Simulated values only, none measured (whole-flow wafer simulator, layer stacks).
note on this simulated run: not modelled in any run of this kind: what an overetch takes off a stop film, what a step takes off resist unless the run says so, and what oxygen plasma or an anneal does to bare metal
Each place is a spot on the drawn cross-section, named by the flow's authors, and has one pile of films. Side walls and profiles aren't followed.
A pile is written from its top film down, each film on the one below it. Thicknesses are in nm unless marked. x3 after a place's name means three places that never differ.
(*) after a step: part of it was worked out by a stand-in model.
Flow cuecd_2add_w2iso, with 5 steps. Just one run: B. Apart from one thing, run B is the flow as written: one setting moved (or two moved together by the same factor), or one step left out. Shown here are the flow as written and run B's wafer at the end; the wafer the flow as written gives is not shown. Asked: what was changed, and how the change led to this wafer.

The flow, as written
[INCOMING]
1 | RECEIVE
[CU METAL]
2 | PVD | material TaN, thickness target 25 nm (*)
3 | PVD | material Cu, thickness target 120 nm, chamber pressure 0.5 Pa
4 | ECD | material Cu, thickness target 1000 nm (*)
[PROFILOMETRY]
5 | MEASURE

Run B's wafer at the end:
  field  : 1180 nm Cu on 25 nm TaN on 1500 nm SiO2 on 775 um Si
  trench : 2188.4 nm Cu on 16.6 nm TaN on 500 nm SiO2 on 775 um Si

The reason: step 3, PVD: thickness target 180 nm was run, while the flow as written has thickness target 120 nm.

How this came from the change, step by step:
  3 | PVD | material Cu, thickness target 120 nm, chamber pressure 0.5 Pa
      field: +180 Cu (new film) (it would be, as written: +120 Cu (new film))
      trench: +120.8 Cu (new film) (it would be, as written: +80.8 Cu (new film))
